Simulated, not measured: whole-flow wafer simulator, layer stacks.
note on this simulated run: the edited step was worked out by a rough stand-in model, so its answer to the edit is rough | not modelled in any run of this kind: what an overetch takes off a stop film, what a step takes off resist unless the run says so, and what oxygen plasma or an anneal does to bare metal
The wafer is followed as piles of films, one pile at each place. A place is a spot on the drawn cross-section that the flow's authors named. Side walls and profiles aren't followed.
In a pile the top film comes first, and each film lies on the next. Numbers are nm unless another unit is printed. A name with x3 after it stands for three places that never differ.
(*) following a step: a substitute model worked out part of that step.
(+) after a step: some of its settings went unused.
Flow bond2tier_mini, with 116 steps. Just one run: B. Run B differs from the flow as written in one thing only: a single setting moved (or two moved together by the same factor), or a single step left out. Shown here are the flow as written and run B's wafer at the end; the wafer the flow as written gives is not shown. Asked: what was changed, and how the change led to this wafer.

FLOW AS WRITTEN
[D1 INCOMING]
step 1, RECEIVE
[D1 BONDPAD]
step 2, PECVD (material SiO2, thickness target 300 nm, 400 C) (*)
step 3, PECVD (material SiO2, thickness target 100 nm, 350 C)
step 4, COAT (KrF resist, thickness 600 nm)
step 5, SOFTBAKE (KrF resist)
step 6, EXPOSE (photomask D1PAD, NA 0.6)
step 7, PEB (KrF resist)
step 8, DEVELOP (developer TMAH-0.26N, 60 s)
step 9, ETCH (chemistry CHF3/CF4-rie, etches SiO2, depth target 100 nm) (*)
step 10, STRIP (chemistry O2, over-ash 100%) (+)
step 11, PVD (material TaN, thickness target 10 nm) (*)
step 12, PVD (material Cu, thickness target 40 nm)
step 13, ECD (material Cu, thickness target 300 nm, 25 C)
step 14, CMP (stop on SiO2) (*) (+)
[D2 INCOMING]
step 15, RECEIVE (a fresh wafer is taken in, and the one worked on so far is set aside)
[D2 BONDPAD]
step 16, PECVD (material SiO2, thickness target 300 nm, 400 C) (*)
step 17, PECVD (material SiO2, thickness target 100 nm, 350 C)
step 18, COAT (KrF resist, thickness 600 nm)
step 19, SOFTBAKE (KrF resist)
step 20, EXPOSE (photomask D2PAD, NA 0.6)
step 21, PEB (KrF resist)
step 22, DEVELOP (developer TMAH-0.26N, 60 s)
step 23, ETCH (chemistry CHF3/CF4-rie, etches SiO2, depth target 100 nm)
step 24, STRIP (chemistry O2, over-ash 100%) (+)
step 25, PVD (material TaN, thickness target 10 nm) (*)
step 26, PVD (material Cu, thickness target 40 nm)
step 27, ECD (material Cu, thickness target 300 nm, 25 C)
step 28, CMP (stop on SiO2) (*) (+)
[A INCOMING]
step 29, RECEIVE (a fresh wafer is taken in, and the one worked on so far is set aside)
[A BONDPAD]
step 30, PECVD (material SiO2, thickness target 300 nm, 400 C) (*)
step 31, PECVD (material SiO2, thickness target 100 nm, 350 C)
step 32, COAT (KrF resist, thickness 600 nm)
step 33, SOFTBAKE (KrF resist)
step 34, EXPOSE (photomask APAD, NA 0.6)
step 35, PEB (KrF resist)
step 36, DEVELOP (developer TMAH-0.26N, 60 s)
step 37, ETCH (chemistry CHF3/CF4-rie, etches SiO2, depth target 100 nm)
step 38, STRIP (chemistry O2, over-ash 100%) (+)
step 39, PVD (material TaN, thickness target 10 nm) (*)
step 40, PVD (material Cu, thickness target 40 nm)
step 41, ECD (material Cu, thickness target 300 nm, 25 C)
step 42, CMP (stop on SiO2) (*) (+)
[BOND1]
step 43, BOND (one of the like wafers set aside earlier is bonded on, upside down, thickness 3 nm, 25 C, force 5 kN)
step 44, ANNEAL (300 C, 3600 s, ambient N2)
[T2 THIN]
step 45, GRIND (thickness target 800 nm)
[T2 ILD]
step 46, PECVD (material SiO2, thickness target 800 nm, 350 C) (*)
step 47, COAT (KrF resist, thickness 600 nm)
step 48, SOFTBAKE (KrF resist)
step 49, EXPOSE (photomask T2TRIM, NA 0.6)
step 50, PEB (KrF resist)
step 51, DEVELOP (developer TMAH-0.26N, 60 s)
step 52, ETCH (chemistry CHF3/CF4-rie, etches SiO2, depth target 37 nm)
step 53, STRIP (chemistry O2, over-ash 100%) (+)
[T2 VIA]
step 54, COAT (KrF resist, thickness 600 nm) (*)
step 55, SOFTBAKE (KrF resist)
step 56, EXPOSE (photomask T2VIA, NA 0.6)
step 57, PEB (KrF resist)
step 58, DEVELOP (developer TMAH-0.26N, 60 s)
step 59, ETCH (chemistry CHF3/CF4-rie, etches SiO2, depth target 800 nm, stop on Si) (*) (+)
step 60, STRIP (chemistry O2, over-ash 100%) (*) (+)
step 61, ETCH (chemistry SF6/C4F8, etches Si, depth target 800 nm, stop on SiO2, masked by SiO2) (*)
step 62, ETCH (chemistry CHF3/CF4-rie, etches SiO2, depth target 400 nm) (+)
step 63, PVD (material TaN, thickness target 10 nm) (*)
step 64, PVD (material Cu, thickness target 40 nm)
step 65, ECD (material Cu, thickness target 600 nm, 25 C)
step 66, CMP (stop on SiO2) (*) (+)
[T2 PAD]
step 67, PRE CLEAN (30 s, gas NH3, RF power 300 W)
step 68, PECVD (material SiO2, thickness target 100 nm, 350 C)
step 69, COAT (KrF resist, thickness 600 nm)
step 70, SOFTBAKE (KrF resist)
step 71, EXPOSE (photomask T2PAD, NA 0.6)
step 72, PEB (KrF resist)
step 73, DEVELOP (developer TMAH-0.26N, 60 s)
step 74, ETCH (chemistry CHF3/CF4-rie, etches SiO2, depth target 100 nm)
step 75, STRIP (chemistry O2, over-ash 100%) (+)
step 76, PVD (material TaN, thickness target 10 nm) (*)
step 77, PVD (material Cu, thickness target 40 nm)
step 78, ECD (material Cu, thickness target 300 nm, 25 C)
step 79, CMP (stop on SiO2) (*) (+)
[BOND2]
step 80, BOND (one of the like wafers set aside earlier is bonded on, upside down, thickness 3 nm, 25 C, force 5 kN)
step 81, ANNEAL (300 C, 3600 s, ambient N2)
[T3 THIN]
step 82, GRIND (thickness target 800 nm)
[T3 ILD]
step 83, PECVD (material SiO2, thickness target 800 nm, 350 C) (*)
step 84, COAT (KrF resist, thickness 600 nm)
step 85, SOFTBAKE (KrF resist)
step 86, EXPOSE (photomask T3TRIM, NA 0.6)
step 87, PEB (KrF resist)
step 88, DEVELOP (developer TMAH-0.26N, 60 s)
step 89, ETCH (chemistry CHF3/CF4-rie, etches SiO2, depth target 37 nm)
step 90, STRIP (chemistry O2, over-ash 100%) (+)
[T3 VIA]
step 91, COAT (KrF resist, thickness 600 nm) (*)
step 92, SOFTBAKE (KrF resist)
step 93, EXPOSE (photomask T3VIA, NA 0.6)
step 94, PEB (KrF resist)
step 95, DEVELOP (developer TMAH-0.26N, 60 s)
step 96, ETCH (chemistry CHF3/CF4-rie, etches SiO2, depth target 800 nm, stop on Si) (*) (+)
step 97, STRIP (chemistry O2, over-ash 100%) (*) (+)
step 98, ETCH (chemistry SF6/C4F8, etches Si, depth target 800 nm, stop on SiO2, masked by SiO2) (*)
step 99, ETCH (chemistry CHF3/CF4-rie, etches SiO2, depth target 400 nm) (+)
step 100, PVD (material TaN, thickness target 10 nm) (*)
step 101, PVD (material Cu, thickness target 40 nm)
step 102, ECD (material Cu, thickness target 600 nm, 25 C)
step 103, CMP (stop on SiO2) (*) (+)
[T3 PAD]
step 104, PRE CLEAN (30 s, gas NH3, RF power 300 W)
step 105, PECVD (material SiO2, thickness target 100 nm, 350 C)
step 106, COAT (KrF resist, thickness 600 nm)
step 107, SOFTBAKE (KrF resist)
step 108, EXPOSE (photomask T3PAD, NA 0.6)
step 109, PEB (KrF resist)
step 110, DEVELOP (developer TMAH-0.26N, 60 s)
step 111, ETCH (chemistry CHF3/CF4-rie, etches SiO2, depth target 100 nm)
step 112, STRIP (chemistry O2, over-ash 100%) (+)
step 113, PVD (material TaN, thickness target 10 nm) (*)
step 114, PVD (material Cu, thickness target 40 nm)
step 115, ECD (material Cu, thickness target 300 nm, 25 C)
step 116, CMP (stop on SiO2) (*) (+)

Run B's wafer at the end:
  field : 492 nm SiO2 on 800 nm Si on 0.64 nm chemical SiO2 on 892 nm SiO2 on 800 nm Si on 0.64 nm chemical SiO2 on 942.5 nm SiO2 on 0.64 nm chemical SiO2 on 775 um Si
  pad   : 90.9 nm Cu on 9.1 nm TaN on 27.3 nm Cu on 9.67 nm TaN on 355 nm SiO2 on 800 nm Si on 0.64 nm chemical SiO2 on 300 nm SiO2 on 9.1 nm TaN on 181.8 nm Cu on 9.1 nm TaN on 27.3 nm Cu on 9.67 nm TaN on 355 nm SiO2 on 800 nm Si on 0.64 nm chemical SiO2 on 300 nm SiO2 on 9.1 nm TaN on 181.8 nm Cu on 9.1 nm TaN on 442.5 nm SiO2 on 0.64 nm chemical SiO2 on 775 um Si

Cause: step 30, PECVD: thickness target 442.5 nm was run, while the flow as written has thickness target 300 nm.
The wafer itself shows it: pad has SiO2 442.5, and step 30 as written asks for 300 nm.

How this came from the change, step by step:
  step 30, PECVD (material SiO2, thickness target 300 nm, 400 C) (*)
      field, pad, via: SiO2 gains 442.5 (new film) (as written it would have been: SiO2 gains 300 (new film))
